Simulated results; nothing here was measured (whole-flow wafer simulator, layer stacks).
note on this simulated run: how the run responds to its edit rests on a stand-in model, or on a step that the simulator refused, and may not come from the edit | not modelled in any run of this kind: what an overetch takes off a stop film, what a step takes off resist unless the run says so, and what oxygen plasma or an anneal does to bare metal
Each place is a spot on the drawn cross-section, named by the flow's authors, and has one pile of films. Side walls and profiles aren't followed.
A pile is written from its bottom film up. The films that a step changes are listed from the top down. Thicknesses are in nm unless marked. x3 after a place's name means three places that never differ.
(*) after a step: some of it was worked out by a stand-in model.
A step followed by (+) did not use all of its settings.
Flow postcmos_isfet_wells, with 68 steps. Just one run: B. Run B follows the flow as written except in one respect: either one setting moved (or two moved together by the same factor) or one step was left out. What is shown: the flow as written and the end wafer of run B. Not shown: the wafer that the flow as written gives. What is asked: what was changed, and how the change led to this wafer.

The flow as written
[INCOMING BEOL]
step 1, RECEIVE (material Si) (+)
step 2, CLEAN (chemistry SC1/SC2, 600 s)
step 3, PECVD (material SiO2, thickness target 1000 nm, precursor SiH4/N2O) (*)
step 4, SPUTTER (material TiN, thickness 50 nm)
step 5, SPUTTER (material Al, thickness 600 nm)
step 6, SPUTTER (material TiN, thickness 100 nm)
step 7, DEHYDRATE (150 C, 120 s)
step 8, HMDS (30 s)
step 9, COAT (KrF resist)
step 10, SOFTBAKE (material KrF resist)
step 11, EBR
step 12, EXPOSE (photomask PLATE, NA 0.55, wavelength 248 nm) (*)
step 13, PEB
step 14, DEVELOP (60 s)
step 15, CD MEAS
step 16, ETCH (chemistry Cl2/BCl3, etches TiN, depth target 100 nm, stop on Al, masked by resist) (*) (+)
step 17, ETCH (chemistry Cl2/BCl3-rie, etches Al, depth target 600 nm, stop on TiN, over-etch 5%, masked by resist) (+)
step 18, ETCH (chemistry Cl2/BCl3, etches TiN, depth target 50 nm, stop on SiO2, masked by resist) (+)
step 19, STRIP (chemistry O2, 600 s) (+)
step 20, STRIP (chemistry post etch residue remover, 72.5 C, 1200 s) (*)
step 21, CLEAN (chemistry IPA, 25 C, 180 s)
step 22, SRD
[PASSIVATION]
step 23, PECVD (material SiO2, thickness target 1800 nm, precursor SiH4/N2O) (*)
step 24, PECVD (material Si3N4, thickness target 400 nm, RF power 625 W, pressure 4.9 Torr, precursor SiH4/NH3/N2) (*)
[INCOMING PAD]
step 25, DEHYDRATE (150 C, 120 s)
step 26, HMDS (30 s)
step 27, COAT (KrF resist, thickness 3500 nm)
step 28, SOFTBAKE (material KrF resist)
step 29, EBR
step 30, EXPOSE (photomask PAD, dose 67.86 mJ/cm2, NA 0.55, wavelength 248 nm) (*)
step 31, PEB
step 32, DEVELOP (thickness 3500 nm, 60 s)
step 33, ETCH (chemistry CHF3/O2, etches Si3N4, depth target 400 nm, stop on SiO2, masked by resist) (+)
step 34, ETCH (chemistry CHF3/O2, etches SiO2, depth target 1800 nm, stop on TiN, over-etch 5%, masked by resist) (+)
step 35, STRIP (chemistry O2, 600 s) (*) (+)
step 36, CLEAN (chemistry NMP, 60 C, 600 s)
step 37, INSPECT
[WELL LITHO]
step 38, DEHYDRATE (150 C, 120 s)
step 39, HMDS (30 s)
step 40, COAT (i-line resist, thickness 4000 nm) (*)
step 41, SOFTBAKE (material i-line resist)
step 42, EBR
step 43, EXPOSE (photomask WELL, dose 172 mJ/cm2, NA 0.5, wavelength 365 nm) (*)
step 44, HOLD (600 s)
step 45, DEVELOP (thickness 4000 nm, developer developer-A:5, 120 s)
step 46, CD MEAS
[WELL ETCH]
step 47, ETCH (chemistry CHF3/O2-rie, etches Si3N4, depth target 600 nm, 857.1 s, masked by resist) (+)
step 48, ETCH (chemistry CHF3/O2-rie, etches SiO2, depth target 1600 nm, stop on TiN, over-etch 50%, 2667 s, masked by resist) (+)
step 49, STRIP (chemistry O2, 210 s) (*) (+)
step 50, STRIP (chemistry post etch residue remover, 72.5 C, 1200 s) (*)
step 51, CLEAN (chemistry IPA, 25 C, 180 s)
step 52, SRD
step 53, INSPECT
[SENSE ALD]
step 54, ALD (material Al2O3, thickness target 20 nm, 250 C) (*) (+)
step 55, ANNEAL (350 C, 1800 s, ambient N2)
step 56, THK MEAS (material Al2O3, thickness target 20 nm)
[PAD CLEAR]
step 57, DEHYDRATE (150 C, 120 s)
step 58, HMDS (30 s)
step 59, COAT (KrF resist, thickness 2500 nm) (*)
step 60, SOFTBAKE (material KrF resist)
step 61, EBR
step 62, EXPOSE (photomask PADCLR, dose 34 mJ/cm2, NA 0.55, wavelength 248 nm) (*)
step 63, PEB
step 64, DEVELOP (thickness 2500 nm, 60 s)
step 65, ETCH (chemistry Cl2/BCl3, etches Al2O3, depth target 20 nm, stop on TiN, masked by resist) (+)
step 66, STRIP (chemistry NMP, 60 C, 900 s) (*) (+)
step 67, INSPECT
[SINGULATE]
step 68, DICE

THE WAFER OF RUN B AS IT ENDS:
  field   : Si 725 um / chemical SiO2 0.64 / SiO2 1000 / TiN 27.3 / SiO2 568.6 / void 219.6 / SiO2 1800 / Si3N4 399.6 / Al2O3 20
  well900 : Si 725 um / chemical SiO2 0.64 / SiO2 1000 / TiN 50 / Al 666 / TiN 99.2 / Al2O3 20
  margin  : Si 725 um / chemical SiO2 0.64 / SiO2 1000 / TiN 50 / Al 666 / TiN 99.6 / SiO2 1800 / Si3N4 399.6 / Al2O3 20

What caused this: step 5, SPUTTER: thickness 666 nm was run, though the flow has thickness 600 nm.
The wafer lets one read it off: well900 has Al 666, and step 5 as written asks for 600 nm.

Step by step, how the change led to this:
  step 5, SPUTTER (material Al, thickness 600 nm)
      field, margin, well900, well1300 x3, pad_rim, pad_clr, pad_open: Al gains 666 (new film) (as written it would have been: Al gains 600 (new film))
  step 17, ETCH (chemistry Cl2/BCl3-rie, etches Al, depth target 600 nm, stop on TiN, over-etch 5%, masked by resist) (+)
      field: Al loses 600 (as written it would have been: Al loses 600 (all of it))
  step 18, ETCH (chemistry Cl2/BCl3, etches TiN, depth target 50 nm, stop on SiO2, masked by resist) (+)
      field: Al loses 66 (all of it), TiN loses 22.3 (as written it would have been: TiN loses 50 (all of it))
  step 23, PECVD (material SiO2, thickness target 1800 nm, precursor SiH4/N2O) (*)
      field: SiO2 gains 1800 (new film), void gains 219.6 (new film), SiO2 gains 568.6 (new film) (as written it would have been: SiO2 gains 1800 (new film), void gains 189.9 (new film), SiO2 gains 559.7)
With metal films that touch counted as one body, field has 1 body; the flow as written gives 0 bodies.
